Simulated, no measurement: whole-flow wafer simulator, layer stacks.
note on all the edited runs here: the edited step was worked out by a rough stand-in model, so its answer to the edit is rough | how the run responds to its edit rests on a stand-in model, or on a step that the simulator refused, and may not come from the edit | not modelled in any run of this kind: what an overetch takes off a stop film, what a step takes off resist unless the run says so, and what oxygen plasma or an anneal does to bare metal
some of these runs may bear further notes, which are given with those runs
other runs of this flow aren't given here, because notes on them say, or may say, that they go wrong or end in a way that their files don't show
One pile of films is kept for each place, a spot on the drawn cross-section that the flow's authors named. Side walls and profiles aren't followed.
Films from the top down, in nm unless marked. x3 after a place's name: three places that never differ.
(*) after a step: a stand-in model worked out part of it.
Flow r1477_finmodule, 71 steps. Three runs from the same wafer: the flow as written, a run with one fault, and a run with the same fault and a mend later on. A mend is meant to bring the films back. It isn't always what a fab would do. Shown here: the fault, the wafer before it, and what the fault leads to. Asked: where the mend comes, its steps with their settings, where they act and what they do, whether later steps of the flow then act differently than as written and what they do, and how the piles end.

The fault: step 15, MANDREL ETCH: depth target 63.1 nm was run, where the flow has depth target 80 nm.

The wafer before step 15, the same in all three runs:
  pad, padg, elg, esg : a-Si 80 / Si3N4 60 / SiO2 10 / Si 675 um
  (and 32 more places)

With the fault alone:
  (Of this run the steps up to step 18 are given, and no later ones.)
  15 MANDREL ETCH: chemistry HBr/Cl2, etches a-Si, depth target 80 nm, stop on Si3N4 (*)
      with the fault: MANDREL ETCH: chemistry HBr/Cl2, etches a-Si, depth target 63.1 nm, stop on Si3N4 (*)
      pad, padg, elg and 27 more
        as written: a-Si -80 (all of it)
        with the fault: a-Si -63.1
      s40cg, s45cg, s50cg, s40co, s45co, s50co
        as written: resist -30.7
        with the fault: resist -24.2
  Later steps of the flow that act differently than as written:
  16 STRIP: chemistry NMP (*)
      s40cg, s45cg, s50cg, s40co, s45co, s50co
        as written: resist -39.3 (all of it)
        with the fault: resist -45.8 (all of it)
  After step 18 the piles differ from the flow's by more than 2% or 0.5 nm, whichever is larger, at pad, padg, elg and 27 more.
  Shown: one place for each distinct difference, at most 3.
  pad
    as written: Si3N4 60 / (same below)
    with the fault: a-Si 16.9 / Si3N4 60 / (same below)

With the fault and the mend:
  The mend comes after step 15.
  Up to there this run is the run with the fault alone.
  15a MANDREL ETCH: chemistry HBr/Cl2, etches a-Si, depth target 16.9 nm, stop on Si3N4 (*) (the flow's step 15 once more, with other settings)
      pad, padg, elg and 27 more
        a-Si -16.9 (all of it)
      s40cg, s45cg, s50cg, s40co, s45co, s50co
        resist -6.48
  No later step of the flow acts differently than as written at any place that is followed.
  At the end the piles are the same as the flow's at every place that both follow.
